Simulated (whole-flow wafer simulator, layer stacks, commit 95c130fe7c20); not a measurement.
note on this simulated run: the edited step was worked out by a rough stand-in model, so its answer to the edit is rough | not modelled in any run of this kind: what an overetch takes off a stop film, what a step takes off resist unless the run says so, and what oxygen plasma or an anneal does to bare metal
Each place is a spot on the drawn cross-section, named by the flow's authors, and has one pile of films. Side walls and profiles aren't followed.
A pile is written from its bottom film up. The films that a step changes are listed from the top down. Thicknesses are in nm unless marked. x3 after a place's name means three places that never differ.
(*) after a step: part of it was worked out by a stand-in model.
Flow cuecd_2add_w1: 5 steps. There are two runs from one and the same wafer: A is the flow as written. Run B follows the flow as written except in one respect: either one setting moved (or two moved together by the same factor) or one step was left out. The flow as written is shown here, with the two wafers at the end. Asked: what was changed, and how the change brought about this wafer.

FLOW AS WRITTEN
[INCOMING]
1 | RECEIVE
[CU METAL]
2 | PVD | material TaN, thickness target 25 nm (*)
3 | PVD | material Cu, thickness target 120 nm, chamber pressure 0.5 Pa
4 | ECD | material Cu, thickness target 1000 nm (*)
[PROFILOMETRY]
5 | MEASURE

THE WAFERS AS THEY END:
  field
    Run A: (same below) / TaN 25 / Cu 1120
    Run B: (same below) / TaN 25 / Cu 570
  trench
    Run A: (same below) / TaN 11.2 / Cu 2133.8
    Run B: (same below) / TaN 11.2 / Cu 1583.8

Cause: step 4, ECD: thickness target 450 nm was run, though the flow has thickness target 1000 nm.

Step by step, how the change led to this:
  4 | ECD | material Cu, thickness target 1000 nm (*)
      field: A Cu gains 1000 | B Cu gains 450
      trench: A Cu gains 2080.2 | B Cu gains 1530.2
